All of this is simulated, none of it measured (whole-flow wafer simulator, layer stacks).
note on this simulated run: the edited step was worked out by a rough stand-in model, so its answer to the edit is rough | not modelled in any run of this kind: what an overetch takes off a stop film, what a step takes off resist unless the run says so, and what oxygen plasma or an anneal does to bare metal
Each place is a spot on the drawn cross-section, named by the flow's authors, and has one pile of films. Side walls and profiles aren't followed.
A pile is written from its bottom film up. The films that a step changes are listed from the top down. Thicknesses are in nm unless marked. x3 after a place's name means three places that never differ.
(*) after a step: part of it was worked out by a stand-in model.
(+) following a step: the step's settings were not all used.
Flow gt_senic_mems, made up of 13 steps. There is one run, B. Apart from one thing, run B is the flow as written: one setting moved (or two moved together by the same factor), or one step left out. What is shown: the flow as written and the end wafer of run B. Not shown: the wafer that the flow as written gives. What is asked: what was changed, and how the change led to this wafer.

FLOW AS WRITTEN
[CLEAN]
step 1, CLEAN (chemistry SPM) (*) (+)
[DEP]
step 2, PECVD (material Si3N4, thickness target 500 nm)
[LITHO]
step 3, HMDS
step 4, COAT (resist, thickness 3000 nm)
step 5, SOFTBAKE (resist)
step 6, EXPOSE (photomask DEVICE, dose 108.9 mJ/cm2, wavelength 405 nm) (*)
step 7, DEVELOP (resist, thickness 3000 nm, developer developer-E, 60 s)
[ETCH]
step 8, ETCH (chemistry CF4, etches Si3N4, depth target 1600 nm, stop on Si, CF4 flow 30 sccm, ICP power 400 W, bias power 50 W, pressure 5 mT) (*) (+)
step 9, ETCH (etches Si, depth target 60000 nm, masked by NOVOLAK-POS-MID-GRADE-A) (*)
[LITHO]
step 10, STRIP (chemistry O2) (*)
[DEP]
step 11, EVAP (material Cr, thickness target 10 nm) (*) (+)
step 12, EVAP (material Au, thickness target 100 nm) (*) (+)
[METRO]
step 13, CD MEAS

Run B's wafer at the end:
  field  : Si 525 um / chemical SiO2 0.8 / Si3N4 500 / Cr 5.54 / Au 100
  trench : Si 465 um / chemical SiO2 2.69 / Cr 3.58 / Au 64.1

The reason: step 11, EVAP: thickness target 5.54 nm was run, though the flow has thickness target 10 nm.
One can read it off the wafer: field has Cr 5.54, and step 11 as written asks for 10 nm.

How this came from the change, step by step:
  step 11, EVAP (material Cr, thickness target 10 nm) (*) (+)
      field: Cr gains 5.54 (new film) (as written it would have been: Cr gains 10 (new film))
      trench: Cr gains 3.58 (new film) (as written it would have been: Cr gains 6.45 (new film))
